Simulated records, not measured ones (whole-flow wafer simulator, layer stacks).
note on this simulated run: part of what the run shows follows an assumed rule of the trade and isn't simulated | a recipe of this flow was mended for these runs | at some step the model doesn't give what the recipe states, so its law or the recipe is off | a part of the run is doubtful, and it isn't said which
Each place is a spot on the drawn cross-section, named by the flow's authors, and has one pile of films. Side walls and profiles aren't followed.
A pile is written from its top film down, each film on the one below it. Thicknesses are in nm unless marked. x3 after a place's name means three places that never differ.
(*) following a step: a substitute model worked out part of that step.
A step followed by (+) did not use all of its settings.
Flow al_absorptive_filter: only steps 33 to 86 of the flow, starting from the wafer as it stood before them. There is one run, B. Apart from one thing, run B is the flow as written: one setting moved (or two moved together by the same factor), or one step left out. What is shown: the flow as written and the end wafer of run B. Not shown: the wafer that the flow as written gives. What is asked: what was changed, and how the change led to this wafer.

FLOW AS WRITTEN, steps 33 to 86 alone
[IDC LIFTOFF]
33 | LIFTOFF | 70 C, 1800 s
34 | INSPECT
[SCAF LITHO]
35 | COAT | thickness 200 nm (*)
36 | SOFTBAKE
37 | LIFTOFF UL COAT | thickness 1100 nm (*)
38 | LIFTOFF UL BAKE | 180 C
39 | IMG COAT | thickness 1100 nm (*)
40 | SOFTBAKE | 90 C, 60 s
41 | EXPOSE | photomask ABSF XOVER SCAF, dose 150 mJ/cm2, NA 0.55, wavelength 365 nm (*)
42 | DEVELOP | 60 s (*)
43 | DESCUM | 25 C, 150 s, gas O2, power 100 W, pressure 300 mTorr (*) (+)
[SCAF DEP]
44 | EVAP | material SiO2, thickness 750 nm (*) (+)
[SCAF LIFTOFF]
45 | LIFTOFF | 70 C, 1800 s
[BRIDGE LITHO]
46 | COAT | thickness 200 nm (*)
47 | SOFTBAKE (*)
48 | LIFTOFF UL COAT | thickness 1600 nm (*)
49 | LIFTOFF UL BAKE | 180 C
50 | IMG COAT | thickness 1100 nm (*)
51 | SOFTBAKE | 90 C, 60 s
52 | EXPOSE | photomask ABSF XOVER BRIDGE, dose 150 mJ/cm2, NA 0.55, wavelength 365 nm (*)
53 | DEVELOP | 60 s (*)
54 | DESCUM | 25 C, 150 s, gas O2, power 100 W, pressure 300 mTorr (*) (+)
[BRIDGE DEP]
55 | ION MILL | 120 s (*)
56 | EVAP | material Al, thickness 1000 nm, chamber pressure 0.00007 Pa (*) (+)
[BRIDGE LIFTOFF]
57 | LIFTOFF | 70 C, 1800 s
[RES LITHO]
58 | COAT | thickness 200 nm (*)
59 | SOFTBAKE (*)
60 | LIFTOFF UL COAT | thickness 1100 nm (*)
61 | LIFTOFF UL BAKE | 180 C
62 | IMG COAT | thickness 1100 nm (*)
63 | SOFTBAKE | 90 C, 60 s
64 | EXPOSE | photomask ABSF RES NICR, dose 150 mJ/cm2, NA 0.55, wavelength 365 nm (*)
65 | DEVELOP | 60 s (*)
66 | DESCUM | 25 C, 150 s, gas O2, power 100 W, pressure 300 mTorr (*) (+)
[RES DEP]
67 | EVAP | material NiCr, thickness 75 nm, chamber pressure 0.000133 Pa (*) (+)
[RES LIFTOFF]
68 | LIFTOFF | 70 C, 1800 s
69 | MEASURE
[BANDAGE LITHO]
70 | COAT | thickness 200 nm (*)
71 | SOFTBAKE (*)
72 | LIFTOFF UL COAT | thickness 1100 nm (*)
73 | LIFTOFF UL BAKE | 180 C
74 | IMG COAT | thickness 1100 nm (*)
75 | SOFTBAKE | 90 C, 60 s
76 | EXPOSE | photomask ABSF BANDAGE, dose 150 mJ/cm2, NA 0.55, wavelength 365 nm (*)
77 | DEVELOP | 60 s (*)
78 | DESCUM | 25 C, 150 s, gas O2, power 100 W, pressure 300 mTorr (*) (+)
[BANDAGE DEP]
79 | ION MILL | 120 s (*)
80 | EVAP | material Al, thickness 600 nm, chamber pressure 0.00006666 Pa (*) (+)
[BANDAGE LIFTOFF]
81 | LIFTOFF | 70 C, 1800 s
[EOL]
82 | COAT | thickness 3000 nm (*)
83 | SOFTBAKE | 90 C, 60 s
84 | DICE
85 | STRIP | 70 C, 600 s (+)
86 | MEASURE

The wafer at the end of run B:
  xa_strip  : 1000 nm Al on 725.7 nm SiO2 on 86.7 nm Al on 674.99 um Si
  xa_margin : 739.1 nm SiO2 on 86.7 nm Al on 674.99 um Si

What caused this: step 35, COAT: thickness 200 nm (*), was omitted.

How this came from the change, step by step:
  37 | LIFTOFF UL COAT | thickness 1100 nm (*)
      ledge: lift-off-underlayer gains 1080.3 (new film) (it would be, as written: lift-off-underlayer gains 1114 (new film))
      res: lift-off-underlayer gains 1172.6 (new film) (it would be, as written: lift-off-underlayer gains 1148.2 (new film))
      (and at 2 other places as well)
  42 | DEVELOP | 60 s (*)
      xa_margin, xa_strip: i-line-resist loses 1100 (all of it), lift-off-underlayer loses 1100 (all of it), Al loses 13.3 (it would be, as written: i-line-resist loses 1100 (all of it), lift-off-underlayer loses 1100 (all of it))
      xl_turn: i-line-resist loses 1105.4 (all of it), lift-off-underlayer loses 1086.2 (all of it), Al loses 13.3 (it would be, as written: i-line-resist loses 1103.7 (all of it), lift-off-underlayer loses 1103.3 (all of it))
      (and at 1 other place as well)
  43 | DESCUM | 25 C, 150 s, gas O2, power 100 W, pressure 300 mTorr (*) (+)
      xa_margin, xa_strip: nothing (it would be, as written: acrylic-e-beam-resist loses 200 (all of it))
      xl_gap: nothing (it would be, as written: acrylic-e-beam-resist loses 265.9 (all of it))
      (and at 11 other places as well)
  45 | LIFTOFF | 70 C, 1800 s
      gnd, xa_field, xl_land, idc_field: SiO2 loses 750 (all of it), i-line-resist loses 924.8 (all of it), lift-off-underlayer loses 1100 (all of it) (it would be, as written: SiO2 loses 750 (all of it), i-line-resist loses 939.4 (all of it), lift-off-underlayer loses 1100 (all of it), acrylic-e-beam-resist loses 200 (all of it))
      pad_far: SiO2 loses 750 (all of it), i-line-resist loses 921.4 (all of it), lift-off-underlayer loses 1091.9 (all of it) (it would be, as written: SiO2 loses 750 (all of it), i-line-resist loses 937 (all of it), lift-off-underlayer loses 1092.7 (all of it), acrylic-e-beam-resist loses 198.5 (all of it))
      (and at 5 other places as well)
  46 | COAT | thickness 200 nm (*)
      xa_margin: acrylic-e-beam-resist gains 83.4 (new film) (it would be, as written: acrylic-e-beam-resist gains 87.1 (new film))
      xl_gap: acrylic-e-beam-resist gains 93.7 (new film) (it would be, as written: acrylic-e-beam-resist gains 97.9 (new film))
      (and at 1 other place as well)
  54 | DESCUM | 25 C, 150 s, gas O2, power 100 W, pressure 300 mTorr (*) (+)
      xl_gap: acrylic-e-beam-resist loses 93.7 (all of it) (it would be, as written: acrylic-e-beam-resist loses 97.9 (all of it))
      xl_turn: acrylic-e-beam-resist loses 144.9 (all of it) (it would be, as written: acrylic-e-beam-resist loses 141.8 (all of it))
  57 | LIFTOFF | 70 C, 1800 s
      xa_margin: Al loses 1000 (all of it), i-line-resist loses 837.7 (all of it), lift-off-underlayer loses 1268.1 (all of it), acrylic-e-beam-resist loses 83.4 (all of it) (it would be, as written: Al loses 1000 (all of it), i-line-resist loses 836.1 (all of it), lift-off-underlayer loses 1268 (all of it), acrylic-e-beam-resist loses 87.1 (all of it))
  70 | COAT | thickness 200 nm (*)
      xl_gap: acrylic-e-beam-resist gains 111 (new film) (it would be, as written: acrylic-e-beam-resist gains 114.6 (new film))
  81 | LIFTOFF | 70 C, 1800 s
      xl_gap: Al loses 600 (all of it), i-line-resist loses 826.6 (all of it), lift-off-underlayer loses 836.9 (all of it), acrylic-e-beam-resist loses 111 (all of it) (it would be, as written: Al loses 600 (all of it), i-line-resist loses 824.6 (all of it), lift-off-underlayer loses 837.4 (all of it), acrylic-e-beam-resist loses 114.6 (all of it))
